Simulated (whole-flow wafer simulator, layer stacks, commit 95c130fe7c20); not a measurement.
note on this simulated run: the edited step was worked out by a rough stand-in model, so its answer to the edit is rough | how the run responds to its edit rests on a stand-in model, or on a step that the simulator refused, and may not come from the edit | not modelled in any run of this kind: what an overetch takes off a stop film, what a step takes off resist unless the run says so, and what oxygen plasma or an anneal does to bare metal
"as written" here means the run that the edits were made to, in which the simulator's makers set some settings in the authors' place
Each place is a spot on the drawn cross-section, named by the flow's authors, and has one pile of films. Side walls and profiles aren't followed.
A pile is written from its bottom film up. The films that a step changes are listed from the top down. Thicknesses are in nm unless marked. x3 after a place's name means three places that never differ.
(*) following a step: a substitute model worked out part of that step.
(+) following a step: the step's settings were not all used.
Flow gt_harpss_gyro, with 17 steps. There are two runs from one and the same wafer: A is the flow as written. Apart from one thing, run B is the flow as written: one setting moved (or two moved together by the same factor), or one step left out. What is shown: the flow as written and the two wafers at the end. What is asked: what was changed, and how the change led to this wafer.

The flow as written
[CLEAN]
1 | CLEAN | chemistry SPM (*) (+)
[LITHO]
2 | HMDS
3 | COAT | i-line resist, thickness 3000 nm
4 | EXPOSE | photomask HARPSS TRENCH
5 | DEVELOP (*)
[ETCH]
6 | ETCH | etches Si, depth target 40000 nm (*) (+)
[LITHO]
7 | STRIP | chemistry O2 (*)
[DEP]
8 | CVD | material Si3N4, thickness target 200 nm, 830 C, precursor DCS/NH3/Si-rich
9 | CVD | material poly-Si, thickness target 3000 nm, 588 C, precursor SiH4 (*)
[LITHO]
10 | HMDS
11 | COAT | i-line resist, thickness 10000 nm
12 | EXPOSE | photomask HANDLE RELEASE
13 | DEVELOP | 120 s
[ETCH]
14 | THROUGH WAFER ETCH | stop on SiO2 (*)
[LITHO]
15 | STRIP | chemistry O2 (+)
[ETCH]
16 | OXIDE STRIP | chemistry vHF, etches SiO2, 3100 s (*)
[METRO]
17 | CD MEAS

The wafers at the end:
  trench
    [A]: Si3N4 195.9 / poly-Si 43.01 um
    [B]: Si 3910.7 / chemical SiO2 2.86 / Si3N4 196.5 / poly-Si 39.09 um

Cause: step 6, ETCH: depth target 36090 nm was run, whereas the flow has depth target 40000 nm.

Step by step, how the change led to this:
  6 | ETCH | etches Si, depth target 40000 nm (*) (+)
      trench: A -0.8 chemical SiO2 (all of it), -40 um Si (all of it) | B -0.8 chemical SiO2 (all of it), -36.09 um Si
      field: A -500 i-line resist | B -451.1 i-line resist
  7 | STRIP | chemistry O2 (*)
      trench: A nothing | B +2.86 chemical SiO2 (new film), -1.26 Si
  9 | CVD | material poly-Si, thickness target 3000 nm, 588 C, precursor SiH4 (*)
      trench: A +43.01 um poly-Si (new film) | B +39.09 um poly-Si (new film)
